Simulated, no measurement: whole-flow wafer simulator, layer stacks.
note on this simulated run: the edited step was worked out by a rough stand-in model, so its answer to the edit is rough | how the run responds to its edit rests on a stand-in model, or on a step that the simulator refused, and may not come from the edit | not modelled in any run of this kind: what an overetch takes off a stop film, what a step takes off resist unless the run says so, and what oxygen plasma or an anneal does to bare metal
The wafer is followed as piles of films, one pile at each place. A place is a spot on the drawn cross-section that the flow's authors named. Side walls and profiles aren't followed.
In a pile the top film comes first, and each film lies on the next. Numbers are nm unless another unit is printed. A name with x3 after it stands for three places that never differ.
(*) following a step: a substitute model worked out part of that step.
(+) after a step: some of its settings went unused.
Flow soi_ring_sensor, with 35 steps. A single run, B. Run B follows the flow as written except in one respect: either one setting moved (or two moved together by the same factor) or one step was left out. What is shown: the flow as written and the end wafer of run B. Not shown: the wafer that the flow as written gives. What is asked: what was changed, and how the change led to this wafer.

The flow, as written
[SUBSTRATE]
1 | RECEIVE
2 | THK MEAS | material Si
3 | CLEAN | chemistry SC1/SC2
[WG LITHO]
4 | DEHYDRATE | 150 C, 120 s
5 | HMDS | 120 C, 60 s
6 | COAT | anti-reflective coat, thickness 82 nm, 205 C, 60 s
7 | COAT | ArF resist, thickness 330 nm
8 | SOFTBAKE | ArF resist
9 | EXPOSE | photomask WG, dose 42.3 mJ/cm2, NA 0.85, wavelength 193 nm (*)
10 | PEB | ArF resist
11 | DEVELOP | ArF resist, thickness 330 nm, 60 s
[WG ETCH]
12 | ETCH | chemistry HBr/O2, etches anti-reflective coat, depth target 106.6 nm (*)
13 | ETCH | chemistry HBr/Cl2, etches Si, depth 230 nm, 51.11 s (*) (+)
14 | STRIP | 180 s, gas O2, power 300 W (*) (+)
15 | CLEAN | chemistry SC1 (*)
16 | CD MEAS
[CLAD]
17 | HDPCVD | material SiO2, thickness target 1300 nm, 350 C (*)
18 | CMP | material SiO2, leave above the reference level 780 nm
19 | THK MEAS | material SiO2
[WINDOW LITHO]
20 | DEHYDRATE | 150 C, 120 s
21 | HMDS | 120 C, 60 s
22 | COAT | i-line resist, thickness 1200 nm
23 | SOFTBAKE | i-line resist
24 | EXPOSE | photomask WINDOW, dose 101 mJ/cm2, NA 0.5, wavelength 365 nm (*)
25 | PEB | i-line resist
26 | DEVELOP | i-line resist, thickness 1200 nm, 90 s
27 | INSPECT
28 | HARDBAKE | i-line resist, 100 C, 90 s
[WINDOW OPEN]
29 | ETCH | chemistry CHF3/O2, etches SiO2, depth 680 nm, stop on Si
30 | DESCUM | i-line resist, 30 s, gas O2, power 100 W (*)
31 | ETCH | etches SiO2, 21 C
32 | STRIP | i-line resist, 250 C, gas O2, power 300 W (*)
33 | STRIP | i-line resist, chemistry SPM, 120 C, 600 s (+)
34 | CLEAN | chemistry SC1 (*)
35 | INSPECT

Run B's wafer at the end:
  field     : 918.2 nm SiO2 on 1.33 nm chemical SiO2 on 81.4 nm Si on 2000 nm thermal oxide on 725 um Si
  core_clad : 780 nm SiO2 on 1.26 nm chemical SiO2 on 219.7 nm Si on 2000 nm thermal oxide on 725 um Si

What caused this: step 13, ETCH: depth 138 nm was run, whereas the flow has depth 230 nm; step 13, ETCH: 30.67 s was run, where the flow has 51.11 s.

The path from the change to this, step by step:
  13 | ETCH | chemistry HBr/Cl2, etches Si, depth 230 nm, 51.11 s (*) (+)
      gap, window, field, gap_clad: Si loses 138 (as written it would have been: Si loses 220 (all of it), thermal oxide loses 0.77)
      core, core_clad: ArF resist loses 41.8 (as written it would have been: ArF resist loses 69.7)
  14 | STRIP | 180 s, gas O2, power 300 W (*) (+)
      gap, window, field, gap_clad: chemical SiO2 gains 1.33 (new film), Si loses 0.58 (as written it would have been: nothing)
      core, core_clad: ArF resist loses 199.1 (all of it), anti-reflective coat loses 82 (all of it), chemical SiO2 gains 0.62, Si loses 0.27 (as written it would have been: ArF resist loses 171.2 (all of it), anti-reflective coat loses 82 (all of it), chemical SiO2 gains 0.63, Si loses 0.28)
  18 | CMP | material SiO2, leave above the reference level 780 nm
      gap, window, field, gap_clad: SiO2 loses 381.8 (as written it would have been: SiO2 loses 298.2)
